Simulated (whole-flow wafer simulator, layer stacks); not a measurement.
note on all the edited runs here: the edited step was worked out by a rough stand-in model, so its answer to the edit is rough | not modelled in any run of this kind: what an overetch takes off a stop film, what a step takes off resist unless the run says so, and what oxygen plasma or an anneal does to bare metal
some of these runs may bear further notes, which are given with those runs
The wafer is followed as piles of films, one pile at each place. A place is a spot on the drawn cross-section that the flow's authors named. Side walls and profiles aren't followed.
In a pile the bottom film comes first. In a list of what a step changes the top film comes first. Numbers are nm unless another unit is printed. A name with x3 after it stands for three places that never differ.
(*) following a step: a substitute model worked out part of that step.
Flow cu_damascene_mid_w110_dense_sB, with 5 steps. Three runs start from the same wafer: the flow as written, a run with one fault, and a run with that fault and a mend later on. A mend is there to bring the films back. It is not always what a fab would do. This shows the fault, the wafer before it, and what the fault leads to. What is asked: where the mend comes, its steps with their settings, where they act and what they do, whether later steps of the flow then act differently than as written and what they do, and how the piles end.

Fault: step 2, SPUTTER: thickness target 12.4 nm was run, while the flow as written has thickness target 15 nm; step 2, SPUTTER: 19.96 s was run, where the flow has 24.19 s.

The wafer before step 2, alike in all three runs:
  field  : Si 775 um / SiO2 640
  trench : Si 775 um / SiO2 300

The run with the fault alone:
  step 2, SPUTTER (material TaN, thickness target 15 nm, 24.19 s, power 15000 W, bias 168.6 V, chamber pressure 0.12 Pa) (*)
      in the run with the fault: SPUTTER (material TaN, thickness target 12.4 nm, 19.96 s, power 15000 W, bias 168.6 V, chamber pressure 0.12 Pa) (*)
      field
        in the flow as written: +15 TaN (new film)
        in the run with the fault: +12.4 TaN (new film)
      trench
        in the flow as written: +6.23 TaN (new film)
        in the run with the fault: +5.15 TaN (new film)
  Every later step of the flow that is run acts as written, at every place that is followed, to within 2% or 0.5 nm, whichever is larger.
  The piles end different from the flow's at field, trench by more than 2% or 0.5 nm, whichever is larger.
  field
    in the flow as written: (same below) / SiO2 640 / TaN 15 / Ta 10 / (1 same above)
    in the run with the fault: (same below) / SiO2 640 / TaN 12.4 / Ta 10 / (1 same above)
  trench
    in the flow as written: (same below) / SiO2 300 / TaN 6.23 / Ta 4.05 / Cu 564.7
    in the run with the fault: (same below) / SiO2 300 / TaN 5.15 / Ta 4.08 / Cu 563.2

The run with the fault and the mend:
  The mend follows step 2.
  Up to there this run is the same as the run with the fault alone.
  step 2a, SPUTTER (material TaN, thickness target 2.6 nm, 4.193 s, power 15000 W, bias 168.6 V, chamber pressure 0.12 Pa) (*) (a further turn of the flow's step 2, with different settings)
      field
        +2.6 TaN
      trench
        +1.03 TaN
  Every later step of the flow that is run acts as written at every place that is followed.
  The piles end only slightly different from the flow's at the places that both follow, by no more than 2% or 0.5 nm, whichever is larger.
